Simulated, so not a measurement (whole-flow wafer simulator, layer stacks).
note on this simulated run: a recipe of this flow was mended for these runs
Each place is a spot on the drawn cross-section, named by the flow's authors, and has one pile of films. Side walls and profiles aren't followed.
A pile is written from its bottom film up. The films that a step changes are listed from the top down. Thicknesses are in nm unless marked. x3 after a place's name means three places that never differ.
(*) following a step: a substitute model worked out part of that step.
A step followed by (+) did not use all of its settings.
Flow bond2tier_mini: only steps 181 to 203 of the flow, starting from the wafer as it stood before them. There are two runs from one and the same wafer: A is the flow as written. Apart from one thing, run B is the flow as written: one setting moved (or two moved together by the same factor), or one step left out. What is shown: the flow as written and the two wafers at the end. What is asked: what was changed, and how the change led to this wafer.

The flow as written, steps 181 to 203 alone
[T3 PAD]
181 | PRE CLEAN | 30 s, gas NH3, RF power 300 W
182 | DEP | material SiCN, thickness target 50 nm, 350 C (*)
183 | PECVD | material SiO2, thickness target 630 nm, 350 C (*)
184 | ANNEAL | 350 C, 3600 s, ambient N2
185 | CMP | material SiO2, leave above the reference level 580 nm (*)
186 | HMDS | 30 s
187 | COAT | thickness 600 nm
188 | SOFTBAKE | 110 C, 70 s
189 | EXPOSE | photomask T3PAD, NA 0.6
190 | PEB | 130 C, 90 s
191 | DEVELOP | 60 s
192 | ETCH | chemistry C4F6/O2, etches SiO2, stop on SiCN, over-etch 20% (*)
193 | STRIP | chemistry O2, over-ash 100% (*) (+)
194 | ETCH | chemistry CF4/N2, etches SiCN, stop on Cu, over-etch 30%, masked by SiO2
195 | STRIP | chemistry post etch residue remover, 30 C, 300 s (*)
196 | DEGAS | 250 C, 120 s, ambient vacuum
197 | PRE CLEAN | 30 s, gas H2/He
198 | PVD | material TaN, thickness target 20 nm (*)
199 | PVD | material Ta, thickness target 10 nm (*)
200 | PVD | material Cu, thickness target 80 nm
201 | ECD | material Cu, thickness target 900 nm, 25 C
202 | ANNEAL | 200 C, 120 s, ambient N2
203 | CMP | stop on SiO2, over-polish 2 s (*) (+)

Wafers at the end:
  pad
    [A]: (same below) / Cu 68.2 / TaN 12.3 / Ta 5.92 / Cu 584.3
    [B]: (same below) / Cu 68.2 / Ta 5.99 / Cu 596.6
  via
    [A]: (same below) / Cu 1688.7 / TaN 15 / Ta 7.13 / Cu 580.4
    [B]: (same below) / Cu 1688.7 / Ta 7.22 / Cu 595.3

The reason: step 198, PVD: material TaN, thickness target 20 nm (*), was not run.

The path from the change to this, step by step:
  203 | CMP | stop on SiO2, over-polish 2 s (*) (+)
      field: A -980 Cu (all of it), -10 Ta (all of it), -20 TaN (all of it) | B -980 Cu (all of it), -10 Ta (all of it)
